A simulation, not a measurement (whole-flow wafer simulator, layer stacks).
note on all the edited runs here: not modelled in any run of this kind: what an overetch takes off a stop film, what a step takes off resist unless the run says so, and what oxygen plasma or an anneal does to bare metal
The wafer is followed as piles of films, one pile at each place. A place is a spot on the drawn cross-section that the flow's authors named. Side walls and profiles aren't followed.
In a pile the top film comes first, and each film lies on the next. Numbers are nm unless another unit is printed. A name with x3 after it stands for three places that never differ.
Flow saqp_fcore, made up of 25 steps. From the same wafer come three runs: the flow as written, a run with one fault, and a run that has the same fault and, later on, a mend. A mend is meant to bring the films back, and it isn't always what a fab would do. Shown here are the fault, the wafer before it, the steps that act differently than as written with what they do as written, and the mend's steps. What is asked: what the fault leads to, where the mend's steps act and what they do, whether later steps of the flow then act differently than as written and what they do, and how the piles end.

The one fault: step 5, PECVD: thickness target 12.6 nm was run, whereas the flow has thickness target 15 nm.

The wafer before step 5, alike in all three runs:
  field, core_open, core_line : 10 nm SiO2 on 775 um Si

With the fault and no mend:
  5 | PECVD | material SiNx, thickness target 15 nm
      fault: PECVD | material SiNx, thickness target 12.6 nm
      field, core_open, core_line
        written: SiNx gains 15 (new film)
        fault: SiNx gains 12.6 (new film)
  None of the later steps of the flow acts differently than as written at any place that is followed.
  The piles end different from the flow's at field, core_open, core_line by more than 2% or 0.5 nm, whichever is larger.
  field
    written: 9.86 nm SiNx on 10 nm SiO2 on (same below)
    fault: 7.46 nm SiNx on 10 nm SiO2 on (same below)
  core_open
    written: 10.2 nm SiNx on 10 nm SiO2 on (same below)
    fault: 7.78 nm SiNx on 10 nm SiO2 on (same below)
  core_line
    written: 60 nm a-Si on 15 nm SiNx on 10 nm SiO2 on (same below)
    fault: 60 nm a-Si on 12.6 nm SiNx on 10 nm SiO2 on (same below)

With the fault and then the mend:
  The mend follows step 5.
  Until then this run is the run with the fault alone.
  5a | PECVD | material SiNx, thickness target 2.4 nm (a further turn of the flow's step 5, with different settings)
      field, core_open, core_line
        SiNx gains 2.4
  None of the later steps of the flow acts differently than as written at any place that is followed.
  By the end, the piles equal the flow's at every place that both follow.
